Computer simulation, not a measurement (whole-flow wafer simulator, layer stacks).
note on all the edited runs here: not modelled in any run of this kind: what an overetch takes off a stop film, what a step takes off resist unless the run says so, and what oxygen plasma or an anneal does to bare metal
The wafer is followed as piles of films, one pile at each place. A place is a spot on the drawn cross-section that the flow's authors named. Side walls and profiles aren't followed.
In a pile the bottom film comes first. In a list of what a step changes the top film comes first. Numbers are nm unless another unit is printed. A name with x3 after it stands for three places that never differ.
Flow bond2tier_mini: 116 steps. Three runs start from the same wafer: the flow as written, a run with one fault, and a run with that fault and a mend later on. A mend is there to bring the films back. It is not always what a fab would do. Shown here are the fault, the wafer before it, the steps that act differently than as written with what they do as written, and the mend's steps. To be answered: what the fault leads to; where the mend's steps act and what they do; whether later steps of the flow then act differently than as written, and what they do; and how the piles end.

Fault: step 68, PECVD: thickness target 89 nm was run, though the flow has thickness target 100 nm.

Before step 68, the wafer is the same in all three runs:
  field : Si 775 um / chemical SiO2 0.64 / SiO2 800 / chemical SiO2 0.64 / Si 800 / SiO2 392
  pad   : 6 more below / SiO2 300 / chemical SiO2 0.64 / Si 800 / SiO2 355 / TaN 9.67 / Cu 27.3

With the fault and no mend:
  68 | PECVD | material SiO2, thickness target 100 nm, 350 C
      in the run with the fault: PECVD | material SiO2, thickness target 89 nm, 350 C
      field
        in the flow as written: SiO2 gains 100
        in the run with the fault: SiO2 gains 89
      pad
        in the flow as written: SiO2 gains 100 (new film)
        in the run with the fault: SiO2 gains 89 (new film)
  Later steps of the flow acting differently than as written (2 other steps are not shown; they differ only slightly, by no more than 2% or 0.5 nm, whichever is larger):
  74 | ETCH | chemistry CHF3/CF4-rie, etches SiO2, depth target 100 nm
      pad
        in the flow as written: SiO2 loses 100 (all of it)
        in the run with the fault: SiO2 loses 89 (all of it), Cu loses 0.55
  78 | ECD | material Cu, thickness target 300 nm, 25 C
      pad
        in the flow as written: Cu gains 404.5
        in the run with the fault: Cu gains 393.5
  By the end, the piles at pad depart from the flow's by more than 2% or 0.5 nm, whichever is larger.
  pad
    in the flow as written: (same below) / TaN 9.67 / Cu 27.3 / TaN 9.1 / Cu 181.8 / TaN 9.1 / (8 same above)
    in the run with the fault: (same below) / TaN 9.67 / Cu 26.8 / TaN 9.24 / Cu 171.2 / TaN 9.1 / (8 same above)

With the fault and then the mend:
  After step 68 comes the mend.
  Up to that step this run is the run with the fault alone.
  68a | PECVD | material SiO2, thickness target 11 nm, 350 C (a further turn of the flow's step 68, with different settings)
      field, pad
        SiO2 gains 11
  Later steps of the flow that are run all act as written at every place that is followed.
  By the end, the piles equal the flow's at every place that both follow.
